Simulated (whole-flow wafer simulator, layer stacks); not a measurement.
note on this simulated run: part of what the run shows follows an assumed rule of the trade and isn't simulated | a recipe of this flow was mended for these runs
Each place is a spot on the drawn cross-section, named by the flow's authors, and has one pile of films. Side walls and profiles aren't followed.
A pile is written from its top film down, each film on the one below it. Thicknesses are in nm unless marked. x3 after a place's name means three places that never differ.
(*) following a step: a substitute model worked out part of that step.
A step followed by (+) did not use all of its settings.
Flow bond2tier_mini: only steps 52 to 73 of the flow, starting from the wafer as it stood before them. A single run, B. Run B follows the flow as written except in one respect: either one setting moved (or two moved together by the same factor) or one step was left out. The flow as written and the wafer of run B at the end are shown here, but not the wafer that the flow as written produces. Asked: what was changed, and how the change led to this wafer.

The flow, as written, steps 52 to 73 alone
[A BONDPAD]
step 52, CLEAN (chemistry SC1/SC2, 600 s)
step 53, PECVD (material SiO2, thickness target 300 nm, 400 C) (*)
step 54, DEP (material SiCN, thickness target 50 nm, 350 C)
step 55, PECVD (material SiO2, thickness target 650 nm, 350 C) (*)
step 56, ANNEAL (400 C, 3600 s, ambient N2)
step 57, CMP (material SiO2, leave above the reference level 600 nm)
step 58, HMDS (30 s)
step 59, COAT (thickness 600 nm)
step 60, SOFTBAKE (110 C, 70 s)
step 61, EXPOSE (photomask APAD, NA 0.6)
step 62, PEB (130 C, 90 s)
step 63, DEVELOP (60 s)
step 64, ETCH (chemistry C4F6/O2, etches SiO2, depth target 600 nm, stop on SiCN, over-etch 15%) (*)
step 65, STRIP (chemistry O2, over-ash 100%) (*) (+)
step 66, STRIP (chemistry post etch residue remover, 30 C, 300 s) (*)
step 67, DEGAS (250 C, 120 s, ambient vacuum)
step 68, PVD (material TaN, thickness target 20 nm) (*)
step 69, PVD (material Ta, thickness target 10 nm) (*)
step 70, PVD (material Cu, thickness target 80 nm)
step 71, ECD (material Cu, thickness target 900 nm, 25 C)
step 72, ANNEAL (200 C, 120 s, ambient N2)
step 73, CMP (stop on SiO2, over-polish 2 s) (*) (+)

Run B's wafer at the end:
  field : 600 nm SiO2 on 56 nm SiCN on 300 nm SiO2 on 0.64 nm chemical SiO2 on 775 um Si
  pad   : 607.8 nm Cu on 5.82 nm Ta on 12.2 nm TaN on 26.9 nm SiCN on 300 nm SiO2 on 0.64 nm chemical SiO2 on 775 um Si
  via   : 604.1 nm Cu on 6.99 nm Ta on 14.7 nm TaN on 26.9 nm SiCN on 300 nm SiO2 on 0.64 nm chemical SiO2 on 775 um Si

Cause: step 54, DEP: thickness target 56 nm was run, while the flow as written has thickness target 50 nm; step 64, ETCH: depth target 672 nm was run, where the flow has depth target 600 nm.
The wafer lets one read it off: field has SiCN 56, and step 54 as written asks for 50 nm.

The path from the change to this, step by step:
  step 54, DEP (material SiCN, thickness target 50 nm, 350 C)
      field, pad, via: SiCN gains 56 (new film) (it would be, as written: SiCN gains 50 (new film))
  step 64, ETCH (chemistry C4F6/O2, etches SiO2, depth target 600 nm, stop on SiCN, over-etch 15%) (*)
      pad, via: SiO2 loses 600 (all of it), SiCN loses 29.1 (it would be, as written: SiO2 loses 600 (all of it), SiCN loses 15.2)
      field: thick-KrF-resist loses 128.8 (it would be, as written: thick-KrF-resist loses 115)
  step 65, STRIP (chemistry O2, over-ash 100%) (*) (+)
      field: thick-KrF-resist loses 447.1 (all of it) (it would be, as written: thick-KrF-resist loses 460.9 (all of it))
